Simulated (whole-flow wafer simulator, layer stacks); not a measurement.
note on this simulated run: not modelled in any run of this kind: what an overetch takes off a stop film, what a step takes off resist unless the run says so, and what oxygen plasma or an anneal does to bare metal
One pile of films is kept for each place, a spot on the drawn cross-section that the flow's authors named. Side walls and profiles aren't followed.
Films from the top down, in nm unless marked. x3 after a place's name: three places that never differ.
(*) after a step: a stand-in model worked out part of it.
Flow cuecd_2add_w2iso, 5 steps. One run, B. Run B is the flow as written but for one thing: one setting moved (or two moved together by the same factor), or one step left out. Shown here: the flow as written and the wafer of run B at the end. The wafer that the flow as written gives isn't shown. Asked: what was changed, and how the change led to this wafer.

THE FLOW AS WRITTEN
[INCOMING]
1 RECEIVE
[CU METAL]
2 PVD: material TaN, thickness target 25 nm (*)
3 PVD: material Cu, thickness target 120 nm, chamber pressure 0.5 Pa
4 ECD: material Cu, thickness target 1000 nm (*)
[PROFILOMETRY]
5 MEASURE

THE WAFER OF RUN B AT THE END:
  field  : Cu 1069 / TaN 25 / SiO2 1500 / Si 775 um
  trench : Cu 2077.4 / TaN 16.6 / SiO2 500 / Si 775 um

The cause: step 3, PVD: thickness target 69 nm was run, where the flow has thickness target 120 nm.

How the change led to this, step by step:
  3 PVD: material Cu, thickness target 120 nm, chamber pressure 0.5 Pa
      field: Cu +69 (new film) (as written it would be: Cu +120 (new film))
      trench: Cu +46.6 (new film) (as written it would be: Cu +80.8 (new film))
